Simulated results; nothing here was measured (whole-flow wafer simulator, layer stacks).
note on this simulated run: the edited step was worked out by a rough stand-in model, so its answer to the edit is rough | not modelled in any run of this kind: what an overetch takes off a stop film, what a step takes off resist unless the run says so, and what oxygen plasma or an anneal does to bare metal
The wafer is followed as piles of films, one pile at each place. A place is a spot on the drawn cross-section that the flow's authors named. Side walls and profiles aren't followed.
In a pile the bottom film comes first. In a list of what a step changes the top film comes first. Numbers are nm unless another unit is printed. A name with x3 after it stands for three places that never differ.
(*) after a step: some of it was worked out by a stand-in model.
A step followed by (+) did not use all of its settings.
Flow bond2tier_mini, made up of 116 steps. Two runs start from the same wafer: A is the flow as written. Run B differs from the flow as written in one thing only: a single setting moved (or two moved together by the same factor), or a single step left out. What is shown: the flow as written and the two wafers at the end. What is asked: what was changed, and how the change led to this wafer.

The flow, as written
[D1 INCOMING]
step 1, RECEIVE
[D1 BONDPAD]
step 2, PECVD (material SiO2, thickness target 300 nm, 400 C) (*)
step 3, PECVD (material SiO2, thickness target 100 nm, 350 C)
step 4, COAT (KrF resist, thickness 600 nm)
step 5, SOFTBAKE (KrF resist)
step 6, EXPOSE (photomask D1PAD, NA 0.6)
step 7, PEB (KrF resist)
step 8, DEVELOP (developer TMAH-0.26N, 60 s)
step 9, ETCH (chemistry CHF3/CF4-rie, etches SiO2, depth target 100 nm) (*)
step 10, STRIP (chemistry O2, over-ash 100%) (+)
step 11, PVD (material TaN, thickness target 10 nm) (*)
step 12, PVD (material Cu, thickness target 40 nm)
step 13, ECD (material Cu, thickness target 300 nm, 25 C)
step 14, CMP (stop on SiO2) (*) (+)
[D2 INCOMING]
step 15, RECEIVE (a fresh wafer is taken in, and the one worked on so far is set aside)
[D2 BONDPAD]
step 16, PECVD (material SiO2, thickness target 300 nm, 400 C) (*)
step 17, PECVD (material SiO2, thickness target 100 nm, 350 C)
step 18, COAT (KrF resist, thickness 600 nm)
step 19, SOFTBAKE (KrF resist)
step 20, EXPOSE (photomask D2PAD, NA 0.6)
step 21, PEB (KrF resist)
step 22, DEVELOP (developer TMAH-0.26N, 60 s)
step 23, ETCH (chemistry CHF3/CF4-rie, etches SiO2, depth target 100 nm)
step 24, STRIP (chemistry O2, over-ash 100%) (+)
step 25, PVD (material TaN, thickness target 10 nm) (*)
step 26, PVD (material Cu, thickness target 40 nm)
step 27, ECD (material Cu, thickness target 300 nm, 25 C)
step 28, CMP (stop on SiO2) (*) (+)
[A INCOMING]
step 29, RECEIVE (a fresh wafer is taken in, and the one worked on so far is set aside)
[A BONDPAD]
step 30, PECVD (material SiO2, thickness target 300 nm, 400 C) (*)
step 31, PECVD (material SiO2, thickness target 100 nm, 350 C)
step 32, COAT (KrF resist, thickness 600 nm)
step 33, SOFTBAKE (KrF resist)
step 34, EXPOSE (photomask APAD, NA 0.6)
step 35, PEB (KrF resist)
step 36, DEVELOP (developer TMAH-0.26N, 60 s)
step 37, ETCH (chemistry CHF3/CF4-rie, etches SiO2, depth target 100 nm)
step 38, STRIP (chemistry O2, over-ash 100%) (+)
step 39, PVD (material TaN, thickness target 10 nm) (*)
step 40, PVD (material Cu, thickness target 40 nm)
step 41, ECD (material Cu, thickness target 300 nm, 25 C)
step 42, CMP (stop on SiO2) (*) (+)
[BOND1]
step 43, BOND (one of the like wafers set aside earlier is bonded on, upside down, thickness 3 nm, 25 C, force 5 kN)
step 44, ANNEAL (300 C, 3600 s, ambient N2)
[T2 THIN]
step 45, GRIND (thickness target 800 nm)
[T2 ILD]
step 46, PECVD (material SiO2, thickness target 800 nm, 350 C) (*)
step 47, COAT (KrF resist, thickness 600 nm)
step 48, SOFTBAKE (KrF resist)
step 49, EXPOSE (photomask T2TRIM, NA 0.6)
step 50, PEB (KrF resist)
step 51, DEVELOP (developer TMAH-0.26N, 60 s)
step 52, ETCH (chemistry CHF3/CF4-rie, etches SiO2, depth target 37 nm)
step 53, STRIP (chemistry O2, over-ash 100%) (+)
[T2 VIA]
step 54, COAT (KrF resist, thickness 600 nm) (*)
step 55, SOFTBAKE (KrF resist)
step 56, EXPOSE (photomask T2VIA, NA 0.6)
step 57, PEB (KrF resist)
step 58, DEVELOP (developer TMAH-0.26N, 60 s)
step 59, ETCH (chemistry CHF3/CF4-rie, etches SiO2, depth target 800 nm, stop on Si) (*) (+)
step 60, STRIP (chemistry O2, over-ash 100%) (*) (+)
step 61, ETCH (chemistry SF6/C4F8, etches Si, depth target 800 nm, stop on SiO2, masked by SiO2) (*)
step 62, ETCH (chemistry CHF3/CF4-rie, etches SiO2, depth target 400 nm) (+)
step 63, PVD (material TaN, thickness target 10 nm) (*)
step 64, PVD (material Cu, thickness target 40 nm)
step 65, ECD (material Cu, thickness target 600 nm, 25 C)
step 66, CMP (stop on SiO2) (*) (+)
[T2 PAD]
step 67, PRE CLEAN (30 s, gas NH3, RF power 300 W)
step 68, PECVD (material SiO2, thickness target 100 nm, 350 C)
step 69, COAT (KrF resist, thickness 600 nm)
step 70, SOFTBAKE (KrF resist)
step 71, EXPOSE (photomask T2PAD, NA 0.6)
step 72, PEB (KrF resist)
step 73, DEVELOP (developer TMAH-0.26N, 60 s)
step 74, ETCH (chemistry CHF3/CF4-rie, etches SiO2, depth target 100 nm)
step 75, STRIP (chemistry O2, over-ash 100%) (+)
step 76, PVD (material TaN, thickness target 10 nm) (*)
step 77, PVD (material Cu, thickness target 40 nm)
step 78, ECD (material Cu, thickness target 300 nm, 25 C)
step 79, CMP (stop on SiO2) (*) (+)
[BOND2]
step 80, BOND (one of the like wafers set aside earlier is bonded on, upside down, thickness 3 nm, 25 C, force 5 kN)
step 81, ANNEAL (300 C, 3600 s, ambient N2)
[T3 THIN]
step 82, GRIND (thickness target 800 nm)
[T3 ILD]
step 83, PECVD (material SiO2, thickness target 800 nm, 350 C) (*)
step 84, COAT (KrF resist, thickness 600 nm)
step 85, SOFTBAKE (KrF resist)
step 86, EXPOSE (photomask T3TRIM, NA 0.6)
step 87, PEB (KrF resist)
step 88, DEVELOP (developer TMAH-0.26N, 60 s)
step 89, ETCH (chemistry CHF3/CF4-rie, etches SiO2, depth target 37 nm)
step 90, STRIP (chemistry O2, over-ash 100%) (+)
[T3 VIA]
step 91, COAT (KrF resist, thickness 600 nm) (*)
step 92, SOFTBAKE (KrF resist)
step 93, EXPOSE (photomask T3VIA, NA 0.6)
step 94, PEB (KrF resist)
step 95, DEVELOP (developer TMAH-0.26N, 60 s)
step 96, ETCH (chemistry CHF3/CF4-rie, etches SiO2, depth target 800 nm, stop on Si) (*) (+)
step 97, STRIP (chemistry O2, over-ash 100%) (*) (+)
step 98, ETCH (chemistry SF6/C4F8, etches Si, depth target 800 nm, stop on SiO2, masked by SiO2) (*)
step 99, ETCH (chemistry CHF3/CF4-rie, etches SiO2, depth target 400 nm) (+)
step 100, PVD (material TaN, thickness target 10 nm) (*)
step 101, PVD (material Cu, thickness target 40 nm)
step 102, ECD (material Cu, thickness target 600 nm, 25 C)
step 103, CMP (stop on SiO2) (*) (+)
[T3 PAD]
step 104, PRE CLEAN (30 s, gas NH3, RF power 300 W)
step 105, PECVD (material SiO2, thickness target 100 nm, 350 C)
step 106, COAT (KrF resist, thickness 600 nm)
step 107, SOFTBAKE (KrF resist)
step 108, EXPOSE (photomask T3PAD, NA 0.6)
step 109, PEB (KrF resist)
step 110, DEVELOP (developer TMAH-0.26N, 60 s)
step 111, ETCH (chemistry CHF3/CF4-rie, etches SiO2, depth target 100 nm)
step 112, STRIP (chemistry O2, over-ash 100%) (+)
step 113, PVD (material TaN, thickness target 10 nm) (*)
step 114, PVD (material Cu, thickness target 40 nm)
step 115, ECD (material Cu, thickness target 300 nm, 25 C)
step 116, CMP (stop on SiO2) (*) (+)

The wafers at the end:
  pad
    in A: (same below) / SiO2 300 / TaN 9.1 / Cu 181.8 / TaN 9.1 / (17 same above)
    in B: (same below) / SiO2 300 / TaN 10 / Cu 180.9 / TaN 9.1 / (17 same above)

The reason: step 39, PVD: thickness target 11 nm was run, though the flow has thickness target 10 nm.

Step by step, how the change led to this:
  step 39, PVD (material TaN, thickness target 10 nm) (*)
      field: A +10 TaN (new film) | B +11 TaN (new film)
      pad: A +9.1 TaN (new film) | B +10 TaN (new film)
      (also at 1 further place)
  step 42, CMP (stop on SiO2) (*) (+)
      field: A -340 Cu (all of it), -10 TaN (all of it) | B -340 Cu (all of it), -11 TaN (all of it)
